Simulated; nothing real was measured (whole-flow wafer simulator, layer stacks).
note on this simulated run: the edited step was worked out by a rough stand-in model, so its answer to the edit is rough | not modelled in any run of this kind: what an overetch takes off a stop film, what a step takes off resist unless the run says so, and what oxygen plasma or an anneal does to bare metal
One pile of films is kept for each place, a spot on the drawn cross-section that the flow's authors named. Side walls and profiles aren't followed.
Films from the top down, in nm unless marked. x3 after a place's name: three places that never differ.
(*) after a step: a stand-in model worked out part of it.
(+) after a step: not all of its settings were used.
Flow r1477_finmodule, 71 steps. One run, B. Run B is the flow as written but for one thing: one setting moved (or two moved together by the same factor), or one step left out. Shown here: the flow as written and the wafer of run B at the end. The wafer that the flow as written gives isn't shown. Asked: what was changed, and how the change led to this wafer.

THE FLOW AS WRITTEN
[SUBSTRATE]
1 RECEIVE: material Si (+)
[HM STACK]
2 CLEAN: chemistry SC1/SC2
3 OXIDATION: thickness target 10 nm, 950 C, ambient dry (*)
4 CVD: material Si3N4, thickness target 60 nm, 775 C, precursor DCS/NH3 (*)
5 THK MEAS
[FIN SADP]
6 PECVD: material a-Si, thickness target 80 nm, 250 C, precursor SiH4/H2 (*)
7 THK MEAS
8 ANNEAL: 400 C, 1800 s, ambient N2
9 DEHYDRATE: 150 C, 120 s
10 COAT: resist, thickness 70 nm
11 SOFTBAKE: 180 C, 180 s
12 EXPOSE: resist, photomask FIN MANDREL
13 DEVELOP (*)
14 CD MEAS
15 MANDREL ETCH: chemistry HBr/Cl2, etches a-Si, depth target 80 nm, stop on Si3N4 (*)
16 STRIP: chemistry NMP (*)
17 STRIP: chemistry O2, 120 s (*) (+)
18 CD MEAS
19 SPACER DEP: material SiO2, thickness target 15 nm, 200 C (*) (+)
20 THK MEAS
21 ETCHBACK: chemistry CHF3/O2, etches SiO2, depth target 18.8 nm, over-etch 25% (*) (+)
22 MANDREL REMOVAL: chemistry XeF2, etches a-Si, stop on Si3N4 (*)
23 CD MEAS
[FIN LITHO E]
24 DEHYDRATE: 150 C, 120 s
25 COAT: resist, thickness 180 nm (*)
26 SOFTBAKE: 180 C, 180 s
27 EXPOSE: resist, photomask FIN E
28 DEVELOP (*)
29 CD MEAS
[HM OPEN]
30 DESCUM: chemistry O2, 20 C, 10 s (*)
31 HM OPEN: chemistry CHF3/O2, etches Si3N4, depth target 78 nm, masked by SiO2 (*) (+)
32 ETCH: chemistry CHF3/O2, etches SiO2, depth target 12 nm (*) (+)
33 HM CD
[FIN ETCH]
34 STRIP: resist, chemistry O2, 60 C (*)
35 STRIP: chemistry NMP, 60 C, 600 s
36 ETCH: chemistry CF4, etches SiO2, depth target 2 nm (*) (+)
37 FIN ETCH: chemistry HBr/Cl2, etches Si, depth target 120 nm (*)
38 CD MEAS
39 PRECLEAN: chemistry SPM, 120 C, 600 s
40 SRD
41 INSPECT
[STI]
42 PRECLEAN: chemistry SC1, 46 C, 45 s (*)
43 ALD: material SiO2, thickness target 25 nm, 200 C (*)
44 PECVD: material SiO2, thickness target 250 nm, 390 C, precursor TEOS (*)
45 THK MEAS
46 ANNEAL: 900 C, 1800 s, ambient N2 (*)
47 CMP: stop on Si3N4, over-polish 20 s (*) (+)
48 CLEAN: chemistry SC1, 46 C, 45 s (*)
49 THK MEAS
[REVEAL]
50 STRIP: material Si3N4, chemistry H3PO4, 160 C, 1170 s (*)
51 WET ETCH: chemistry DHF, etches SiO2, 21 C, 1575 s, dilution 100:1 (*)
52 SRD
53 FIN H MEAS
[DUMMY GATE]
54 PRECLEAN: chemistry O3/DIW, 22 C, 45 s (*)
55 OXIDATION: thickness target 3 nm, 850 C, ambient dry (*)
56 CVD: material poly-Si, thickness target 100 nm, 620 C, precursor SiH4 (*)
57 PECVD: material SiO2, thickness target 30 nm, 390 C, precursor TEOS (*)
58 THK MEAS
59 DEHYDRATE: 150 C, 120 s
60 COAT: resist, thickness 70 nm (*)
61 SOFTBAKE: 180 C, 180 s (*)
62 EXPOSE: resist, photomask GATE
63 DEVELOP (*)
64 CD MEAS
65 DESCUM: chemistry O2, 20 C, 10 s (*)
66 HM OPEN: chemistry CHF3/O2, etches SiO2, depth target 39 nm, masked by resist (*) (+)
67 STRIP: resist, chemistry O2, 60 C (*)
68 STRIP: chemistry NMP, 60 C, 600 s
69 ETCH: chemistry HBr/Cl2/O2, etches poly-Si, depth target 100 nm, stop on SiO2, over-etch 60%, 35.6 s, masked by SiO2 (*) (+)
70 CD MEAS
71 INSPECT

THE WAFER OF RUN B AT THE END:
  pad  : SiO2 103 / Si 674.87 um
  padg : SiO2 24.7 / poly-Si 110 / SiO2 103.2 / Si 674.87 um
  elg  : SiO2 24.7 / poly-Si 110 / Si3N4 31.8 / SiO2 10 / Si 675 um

The cause: step 56, CVD: thickness target 110 nm was run, where the flow has thickness target 100 nm.
It can be read off the wafer: padg has poly-Si 110, and step 56 as written asks for 100 nm.

How the change led to this, step by step:
  56 CVD: material poly-Si, thickness target 100 nm, 620 C, precursor SiH4 (*)
      pad, padg, elg and 26 more: poly-Si +110 (new film) (as written it would be: poly-Si +100 (new film))
      s40cg, s40co: poly-Si +124.1 (new film) (as written it would be: poly-Si +113.9 (new film))
      (and at 5 more places)
  69 ETCH: chemistry HBr/Cl2/O2, etches poly-Si, depth target 100 nm, stop on SiO2, over-etch 60%, 35.6 s, masked by SiO2 (*) (+)
      elo, e40lo, e100lo, e200lo: chemical SiO2 -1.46 (all of it), poly-Si -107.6 (all of it) (as written it would be: chemical SiO2 -1.46 (all of it), poly-Si -97.6 (all of it), Si3N4 -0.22)
      pad, eso, e40so and 8 more: chemical SiO2 -1.46 (all of it), poly-Si -107.6 (all of it), SiO2 -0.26 (as written it would be: chemical SiO2 -1.46 (all of it), poly-Si -97.6 (all of it), SiO2 -0.42)
      (and at 3 more places)
